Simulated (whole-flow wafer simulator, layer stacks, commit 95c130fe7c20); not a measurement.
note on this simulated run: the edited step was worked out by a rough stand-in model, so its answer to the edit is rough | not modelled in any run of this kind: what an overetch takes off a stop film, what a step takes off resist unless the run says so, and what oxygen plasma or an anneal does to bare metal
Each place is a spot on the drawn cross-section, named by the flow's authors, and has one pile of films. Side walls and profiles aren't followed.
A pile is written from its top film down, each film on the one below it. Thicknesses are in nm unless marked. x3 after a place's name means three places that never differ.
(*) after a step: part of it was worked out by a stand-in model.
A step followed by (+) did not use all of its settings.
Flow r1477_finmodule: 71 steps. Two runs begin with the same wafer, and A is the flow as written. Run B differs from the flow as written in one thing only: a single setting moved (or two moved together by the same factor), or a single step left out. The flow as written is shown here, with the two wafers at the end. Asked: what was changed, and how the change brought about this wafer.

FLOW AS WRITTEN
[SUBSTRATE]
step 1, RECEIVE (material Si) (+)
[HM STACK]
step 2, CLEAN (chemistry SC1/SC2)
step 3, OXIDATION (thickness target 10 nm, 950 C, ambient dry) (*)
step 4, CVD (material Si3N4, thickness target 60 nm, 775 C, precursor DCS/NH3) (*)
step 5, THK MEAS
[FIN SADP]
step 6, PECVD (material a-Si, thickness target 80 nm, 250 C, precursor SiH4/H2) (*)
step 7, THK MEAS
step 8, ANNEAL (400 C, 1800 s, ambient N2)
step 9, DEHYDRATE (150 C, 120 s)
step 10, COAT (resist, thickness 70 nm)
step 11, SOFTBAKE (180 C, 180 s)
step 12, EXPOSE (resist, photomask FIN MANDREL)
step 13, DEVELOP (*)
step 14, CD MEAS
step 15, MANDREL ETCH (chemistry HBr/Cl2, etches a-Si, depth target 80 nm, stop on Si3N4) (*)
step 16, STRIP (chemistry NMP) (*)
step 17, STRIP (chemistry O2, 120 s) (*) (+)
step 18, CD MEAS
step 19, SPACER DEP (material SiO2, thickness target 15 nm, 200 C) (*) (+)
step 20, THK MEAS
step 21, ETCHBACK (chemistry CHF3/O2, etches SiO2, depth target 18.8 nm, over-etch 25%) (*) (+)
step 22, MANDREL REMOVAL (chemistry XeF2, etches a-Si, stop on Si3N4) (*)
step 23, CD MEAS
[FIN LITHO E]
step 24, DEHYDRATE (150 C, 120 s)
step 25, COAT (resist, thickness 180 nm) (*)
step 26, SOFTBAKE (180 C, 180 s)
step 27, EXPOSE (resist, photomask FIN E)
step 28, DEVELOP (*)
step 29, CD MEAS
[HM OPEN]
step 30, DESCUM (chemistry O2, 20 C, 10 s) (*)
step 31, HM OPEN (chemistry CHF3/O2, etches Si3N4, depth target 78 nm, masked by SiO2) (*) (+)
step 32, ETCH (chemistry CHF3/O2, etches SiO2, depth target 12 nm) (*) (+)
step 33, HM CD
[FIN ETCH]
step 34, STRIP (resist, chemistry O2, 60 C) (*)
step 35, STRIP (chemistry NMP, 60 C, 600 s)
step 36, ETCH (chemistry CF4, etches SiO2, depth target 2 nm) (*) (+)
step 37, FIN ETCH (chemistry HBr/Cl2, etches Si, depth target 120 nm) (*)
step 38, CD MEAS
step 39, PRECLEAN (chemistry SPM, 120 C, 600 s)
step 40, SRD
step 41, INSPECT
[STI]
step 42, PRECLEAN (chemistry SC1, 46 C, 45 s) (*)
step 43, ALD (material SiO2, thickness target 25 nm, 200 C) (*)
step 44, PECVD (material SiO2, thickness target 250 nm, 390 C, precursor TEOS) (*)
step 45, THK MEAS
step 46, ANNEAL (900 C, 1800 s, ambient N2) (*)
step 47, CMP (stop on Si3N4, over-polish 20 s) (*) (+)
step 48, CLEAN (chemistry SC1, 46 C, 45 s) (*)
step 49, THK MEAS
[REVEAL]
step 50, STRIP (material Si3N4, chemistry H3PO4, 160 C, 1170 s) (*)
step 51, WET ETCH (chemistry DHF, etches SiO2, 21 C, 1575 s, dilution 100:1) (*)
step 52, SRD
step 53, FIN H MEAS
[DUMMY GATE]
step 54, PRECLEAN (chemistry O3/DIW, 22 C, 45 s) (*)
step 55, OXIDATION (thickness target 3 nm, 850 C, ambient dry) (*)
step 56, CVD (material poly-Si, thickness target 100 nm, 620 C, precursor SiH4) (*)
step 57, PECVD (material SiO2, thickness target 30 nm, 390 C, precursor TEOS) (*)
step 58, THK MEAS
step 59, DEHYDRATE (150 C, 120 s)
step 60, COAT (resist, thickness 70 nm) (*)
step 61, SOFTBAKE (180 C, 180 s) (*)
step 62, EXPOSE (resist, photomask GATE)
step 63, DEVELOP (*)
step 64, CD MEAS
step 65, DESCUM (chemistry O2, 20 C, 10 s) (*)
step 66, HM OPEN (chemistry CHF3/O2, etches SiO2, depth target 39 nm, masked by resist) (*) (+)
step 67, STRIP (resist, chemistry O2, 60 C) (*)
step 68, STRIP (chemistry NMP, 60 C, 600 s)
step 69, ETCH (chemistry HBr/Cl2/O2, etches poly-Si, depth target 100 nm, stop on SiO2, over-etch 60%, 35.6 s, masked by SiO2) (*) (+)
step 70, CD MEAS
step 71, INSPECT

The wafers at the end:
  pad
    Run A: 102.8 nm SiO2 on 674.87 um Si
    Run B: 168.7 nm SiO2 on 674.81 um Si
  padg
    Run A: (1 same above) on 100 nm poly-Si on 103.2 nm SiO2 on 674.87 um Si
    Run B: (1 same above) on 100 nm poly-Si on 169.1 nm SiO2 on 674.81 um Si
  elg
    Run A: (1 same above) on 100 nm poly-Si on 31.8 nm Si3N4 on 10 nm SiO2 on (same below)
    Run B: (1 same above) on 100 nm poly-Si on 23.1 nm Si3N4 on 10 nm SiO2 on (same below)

The reason: step 37, FIN ETCH: depth target 186 nm was run, while the flow as written has depth target 120 nm.

The path from the change to this, step by step:
  step 37, FIN ETCH (chemistry HBr/Cl2, etches Si, depth target 120 nm) (*)
      pad, padg, esg and 19 more: A Si loses 120 | B Si loses 186
      elg, e40lg, e100lg, e200lg, elo, e40lo, e100lo, e200lo: A Si3N4 loses 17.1 | B Si3N4 loses 26.6
      (as well as at 6 more places)
  step 43, ALD (material SiO2, thickness target 25 nm, 200 C) (*)
      s40cg, s45cg, s50cg, s40co, s45co, s50co: A SiO2 gains 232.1 (new film) | B SiO2 gains 293 (new film)
      esg: A SiO2 gains 194.3 (new film) | B SiO2 gains 250.8 (new film)
  step 47, CMP (stop on Si3N4, over-polish 20 s) (*) (+)
      pad, padg, e40sg and 11 more: A SiO2 loses 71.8 | B SiO2 loses 5.76
      elg, esg, e40lg and 6 more: A SiO2 loses 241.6 | B SiO2 loses 232.2
      (as well as at 1 more place)
  step 51, WET ETCH (chemistry DHF, etches SiO2, 21 C, 1575 s, dilution 100:1) (*)
      elg, e40lg, e100lg, e200lg, elo, e40lo, e100lo, e200lo: A SiO2 loses 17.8 (all of it), Si3N4 loses 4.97 | B SiO2 loses 27.3 (all of it), Si3N4 loses 4.22
  step 56, CVD (material poly-Si, thickness target 100 nm, 620 C, precursor SiH4) (*)
      esg: A poly-Si gains 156 (new film) | B poly-Si gains 147.6 (new film)
  step 60, COAT (resist, thickness 70 nm) (*)
      e40sg, eso, e40so: A resist gains 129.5 (new film) | B resist gains 121.3 (new film)
      e100sg, e100so: A resist gains 129.4 (new film) | B resist gains 121.2 (new film)
      (as well as at 2 more places)
  step 63, DEVELOP (*)
      eso, e40so: A resist loses 129.5 (all of it) | B resist loses 121.3 (all of it)
      e100so: A resist loses 129.4 (all of it) | B resist loses 121.2 (all of it)
      (as well as at 1 more place)
  step 67, STRIP (resist, chemistry O2, 60 C) (*)
      e40sg: A resist loses 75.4 (all of it) | B resist loses 67.2 (all of it)
      e100sg: A resist loses 75.3 (all of it) | B resist loses 67.1 (all of it)
      (as well as at 1 more place)
